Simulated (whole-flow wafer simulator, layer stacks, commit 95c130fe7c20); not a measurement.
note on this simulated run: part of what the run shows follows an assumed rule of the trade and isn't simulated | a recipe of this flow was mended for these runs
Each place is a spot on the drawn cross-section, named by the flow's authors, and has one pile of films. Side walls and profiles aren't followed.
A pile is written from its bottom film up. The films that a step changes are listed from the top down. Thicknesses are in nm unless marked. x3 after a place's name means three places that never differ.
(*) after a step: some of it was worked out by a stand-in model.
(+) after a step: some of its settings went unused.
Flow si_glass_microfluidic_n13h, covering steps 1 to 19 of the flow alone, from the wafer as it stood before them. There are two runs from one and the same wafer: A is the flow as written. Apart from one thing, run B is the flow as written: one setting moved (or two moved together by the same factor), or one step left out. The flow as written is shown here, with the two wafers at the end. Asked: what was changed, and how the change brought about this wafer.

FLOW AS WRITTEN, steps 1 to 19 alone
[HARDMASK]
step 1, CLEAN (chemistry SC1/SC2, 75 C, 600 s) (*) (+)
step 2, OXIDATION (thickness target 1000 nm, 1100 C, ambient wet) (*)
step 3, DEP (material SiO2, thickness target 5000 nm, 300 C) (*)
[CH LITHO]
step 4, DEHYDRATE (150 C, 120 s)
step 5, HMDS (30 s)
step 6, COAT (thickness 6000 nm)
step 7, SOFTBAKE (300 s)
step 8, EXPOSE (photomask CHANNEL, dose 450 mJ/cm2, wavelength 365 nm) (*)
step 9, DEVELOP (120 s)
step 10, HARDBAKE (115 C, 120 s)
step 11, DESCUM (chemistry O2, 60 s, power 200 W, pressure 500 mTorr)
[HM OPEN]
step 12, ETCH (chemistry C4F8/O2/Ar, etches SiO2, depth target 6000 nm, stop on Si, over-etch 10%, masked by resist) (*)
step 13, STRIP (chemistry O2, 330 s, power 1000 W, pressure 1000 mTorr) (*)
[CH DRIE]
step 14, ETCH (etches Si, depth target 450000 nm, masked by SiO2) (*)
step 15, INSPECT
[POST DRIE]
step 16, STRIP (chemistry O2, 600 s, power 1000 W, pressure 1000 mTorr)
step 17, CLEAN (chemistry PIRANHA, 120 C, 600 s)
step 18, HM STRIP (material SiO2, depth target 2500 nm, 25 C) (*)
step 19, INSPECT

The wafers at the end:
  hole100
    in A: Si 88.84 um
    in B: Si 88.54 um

Cause: step 12, ETCH: depth target 8160 nm was run, while the flow as written has depth target 6000 nm.

The path from the change to this, step by step:
  step 12, ETCH (chemistry C4F8/O2/Ar, etches SiO2, depth target 6000 nm, stop on Si, over-etch 10%, masked by resist) (*)
      land: A thick-i-line-resist loses 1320 | B thick-i-line-resist loses 1795.2
      hole100: A SiO2 loses 6000 (all of it), Si loses 75 | B SiO2 loses 6000 (all of it), Si loses 372
  step 13, STRIP (chemistry O2, 330 s, power 1000 W, pressure 1000 mTorr) (*)
      land: A thick-i-line-resist loses 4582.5 (all of it) | B thick-i-line-resist loses 4107.3 (all of it)
